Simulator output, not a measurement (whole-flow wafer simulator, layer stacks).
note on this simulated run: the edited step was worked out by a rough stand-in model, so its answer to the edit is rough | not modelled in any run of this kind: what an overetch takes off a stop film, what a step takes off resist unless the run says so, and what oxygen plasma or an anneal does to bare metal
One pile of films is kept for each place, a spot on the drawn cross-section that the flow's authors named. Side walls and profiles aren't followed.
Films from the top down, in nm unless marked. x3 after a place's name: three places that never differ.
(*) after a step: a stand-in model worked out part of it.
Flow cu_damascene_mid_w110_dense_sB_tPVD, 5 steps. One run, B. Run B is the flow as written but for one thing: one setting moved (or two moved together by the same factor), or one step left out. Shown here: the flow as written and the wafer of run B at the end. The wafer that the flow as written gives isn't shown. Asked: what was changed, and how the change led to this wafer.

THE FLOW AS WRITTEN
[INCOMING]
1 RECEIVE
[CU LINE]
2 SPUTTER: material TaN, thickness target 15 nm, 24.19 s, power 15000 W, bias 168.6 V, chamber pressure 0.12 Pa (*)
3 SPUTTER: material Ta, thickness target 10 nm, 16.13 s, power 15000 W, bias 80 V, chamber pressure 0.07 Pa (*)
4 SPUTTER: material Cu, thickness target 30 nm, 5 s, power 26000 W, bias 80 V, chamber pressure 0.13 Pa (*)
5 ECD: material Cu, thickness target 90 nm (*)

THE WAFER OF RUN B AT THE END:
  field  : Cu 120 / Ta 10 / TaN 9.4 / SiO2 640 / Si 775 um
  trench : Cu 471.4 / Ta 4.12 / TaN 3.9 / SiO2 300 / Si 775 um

The cause: step 2, SPUTTER: thickness target 9.4 nm was run, where the flow has thickness target 15 nm; step 2, SPUTTER: 15.12 s was run, where the flow has 24.19 s.
It can be read off the wafer: field has TaN 9.4, and step 2 as written asks for 15 nm.

How the change led to this, step by step:
  2 SPUTTER: material TaN, thickness target 15 nm, 24.19 s, power 15000 W, bias 168.6 V, chamber pressure 0.12 Pa (*)
      field: TaN +9.4 (new film) (as written it would be: TaN +15 (new film))
      trench: TaN +3.9 (new film) (as written it would be: TaN +6.23 (new film))
